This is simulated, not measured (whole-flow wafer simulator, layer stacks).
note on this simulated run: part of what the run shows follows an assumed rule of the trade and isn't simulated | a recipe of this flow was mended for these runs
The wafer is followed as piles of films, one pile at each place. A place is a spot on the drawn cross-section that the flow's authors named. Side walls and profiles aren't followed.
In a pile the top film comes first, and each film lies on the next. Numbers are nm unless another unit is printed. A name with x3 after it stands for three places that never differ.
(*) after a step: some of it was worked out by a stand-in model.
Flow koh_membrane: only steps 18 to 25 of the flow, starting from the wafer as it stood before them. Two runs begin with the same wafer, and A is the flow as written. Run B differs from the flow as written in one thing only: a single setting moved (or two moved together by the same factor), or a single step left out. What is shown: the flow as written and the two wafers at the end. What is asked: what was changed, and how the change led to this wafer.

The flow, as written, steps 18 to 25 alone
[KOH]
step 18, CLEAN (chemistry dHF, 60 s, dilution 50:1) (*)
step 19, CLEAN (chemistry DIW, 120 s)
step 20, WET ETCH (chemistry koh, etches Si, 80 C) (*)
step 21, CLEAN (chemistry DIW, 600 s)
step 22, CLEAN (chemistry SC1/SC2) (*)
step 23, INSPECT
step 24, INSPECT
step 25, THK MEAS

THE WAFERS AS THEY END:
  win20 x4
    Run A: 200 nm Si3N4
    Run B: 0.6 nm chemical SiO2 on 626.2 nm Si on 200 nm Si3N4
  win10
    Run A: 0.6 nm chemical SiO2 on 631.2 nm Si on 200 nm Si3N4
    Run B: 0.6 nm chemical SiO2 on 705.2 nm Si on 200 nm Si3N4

The reason: step 20, WET ETCH: 74.7 C was run, though the flow has 80 C.

Step by step, how the change led to this:
  step 20, WET ETCH (chemistry koh, etches Si, 80 C) (*)
      win20 x4: A -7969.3 Si (all of it) | B -7342.9 Si
  step 22, CLEAN (chemistry SC1/SC2) (*)
      win20 x4: A nothing | B +0.6 chemical SiO2 (new film), -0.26 Si
